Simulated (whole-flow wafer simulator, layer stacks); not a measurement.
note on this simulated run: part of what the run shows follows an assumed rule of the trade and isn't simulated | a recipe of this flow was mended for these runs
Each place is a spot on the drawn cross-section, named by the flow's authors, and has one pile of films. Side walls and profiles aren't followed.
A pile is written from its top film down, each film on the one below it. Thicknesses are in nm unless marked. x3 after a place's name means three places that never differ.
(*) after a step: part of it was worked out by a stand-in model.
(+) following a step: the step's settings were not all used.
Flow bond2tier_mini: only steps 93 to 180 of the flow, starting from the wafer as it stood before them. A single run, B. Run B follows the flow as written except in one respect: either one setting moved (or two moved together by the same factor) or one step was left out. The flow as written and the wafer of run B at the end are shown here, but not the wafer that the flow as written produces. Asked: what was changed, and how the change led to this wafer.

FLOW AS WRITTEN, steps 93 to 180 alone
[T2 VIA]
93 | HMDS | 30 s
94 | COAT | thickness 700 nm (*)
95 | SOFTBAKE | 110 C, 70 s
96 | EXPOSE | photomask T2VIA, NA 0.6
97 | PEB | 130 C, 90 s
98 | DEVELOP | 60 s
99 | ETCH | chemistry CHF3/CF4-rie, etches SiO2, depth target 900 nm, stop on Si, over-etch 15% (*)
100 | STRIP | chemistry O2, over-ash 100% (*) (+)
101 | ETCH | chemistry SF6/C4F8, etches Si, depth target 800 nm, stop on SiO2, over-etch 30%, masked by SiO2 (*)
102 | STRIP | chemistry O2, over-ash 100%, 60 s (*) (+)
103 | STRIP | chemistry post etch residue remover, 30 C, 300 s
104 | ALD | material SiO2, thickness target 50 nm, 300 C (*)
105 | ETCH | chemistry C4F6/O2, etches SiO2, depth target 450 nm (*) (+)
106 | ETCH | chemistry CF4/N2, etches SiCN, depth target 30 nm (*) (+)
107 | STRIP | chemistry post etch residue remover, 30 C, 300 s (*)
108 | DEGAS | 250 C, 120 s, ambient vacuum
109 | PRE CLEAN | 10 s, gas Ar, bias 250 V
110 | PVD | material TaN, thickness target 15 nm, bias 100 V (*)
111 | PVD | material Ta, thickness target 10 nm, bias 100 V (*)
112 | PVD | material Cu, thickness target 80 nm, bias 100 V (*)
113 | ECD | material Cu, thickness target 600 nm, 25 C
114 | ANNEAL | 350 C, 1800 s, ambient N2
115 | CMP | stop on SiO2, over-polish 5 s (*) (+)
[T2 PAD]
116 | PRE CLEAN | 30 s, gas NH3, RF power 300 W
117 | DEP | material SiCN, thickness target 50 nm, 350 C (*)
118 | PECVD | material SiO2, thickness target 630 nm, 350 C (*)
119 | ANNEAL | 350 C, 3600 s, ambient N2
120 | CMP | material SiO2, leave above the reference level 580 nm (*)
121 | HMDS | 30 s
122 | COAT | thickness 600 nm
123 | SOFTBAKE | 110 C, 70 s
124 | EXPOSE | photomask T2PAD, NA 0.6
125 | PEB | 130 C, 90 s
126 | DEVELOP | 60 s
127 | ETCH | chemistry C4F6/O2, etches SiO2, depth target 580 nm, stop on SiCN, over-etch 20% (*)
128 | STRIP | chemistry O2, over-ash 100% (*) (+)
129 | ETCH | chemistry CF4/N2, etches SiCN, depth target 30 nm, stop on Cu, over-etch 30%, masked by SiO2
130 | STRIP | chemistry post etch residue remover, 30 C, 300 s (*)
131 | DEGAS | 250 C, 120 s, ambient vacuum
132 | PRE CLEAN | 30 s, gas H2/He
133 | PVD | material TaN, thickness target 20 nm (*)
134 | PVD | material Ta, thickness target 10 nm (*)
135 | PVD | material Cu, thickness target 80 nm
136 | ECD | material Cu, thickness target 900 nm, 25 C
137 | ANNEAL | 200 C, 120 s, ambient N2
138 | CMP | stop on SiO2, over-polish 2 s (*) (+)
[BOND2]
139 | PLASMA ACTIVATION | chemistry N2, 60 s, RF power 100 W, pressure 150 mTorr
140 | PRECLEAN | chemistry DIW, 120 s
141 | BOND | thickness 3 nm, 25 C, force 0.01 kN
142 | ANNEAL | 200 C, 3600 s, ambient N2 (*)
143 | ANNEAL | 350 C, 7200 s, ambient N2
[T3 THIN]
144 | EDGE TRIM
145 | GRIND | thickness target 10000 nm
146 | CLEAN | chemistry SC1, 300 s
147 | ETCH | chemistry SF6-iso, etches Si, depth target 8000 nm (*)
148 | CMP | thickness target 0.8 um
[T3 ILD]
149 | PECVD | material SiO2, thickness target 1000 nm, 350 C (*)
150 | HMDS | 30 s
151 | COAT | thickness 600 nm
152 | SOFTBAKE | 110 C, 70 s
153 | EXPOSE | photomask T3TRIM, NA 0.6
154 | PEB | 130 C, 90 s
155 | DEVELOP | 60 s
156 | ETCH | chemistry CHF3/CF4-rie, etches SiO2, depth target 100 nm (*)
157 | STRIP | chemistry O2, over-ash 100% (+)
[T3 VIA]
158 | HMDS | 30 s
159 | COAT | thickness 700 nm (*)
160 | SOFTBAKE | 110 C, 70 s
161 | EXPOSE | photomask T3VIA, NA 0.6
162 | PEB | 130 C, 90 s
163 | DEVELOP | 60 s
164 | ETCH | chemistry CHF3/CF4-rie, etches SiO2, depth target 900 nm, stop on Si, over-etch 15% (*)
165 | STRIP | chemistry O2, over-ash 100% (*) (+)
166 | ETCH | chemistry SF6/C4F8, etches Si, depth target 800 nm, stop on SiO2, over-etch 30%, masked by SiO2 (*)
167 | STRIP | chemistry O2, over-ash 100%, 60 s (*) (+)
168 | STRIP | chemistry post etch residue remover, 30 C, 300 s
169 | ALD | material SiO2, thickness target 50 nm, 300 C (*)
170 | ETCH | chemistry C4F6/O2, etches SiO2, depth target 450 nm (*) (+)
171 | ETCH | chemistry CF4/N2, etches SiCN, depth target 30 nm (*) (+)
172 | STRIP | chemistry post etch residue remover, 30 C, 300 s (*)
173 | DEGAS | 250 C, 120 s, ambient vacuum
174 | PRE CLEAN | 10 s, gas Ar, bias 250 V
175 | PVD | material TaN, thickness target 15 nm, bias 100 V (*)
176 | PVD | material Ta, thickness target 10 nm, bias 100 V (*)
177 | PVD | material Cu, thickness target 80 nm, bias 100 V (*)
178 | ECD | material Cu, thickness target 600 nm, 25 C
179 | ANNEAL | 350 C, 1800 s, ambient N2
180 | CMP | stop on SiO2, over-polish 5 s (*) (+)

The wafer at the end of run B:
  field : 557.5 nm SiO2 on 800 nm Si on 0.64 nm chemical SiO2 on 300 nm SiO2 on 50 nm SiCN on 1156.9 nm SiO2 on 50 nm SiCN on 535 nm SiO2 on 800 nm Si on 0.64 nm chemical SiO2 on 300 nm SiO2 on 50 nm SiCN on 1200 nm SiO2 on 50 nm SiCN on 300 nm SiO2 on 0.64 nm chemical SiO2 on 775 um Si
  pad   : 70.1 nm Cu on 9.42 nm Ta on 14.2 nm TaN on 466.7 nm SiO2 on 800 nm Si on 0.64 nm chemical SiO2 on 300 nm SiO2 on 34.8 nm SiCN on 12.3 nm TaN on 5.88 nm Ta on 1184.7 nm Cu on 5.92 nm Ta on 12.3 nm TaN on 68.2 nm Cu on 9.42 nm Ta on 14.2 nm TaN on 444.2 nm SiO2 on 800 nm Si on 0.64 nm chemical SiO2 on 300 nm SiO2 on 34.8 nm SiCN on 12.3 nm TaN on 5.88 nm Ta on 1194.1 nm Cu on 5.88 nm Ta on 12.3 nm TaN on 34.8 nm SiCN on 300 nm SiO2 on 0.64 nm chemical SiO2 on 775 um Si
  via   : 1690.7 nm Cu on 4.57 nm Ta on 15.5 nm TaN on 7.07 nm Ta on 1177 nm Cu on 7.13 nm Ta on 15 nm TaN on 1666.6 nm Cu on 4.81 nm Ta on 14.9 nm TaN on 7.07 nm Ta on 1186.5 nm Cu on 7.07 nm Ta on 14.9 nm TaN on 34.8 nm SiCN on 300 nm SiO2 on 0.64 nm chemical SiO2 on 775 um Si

What caused this: step 104, ALD: thickness target 27.5 nm was run, whereas the flow has thickness target 50 nm.

Step by step, how the change led to this:
  104 | ALD | material SiO2, thickness target 50 nm, 300 C (*)
      field, pad, via: +27.5 SiO2 (it would be, as written: +50 SiO2)
  105 | ETCH | chemistry C4F6/O2, etches SiO2, depth target 450 nm (*) (+)
      via: -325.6 SiO2 (all of it), -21 SiCN (it would be, as written: -348.1 SiO2 (all of it), -17.2 SiCN)
  106 | ETCH | chemistry CF4/N2, etches SiCN, depth target 30 nm (*) (+)
      via: -13.9 SiCN (all of it), -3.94 TaN (it would be, as written: -17.6 SiCN (all of it), -3.01 TaN)
  112 | PVD | material Cu, thickness target 80 nm, bias 100 V (*)
      via: +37 Cu (new film) (it would be, as written: +35 Cu (new film))
